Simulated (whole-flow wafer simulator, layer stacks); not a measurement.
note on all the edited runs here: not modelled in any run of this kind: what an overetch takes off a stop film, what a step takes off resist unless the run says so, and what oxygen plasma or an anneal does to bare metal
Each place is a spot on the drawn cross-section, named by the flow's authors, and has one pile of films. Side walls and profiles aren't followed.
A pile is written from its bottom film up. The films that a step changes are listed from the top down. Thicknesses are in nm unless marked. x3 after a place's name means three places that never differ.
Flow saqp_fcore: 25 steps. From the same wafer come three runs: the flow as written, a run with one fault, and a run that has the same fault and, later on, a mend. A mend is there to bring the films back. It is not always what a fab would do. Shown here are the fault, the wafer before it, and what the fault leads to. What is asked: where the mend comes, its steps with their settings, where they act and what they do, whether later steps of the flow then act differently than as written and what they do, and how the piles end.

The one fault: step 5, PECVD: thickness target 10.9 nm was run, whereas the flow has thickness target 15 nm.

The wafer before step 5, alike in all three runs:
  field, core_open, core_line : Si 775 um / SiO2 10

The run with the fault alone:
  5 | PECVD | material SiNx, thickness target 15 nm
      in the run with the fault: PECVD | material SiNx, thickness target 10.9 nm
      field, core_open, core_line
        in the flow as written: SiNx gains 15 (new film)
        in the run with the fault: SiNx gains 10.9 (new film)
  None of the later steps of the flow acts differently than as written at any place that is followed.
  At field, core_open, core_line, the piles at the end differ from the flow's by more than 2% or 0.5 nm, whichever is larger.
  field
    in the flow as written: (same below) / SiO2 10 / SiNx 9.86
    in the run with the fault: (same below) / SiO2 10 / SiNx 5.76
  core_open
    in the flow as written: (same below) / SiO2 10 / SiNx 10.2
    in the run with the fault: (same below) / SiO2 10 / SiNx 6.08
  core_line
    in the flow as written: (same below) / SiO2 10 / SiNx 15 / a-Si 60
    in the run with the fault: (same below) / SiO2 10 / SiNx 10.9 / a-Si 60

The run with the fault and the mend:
  The mend follows step 5.
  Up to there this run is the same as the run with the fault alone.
  5a | PECVD | material SiNx, thickness target 4.1 nm (a further turn of the flow's step 5, with different settings)
      field, core_open, core_line
        SiNx gains 4.1
  None of the later steps of the flow acts differently than as written at any place that is followed.
  At every place that both follow, the piles at the end match the flow's.
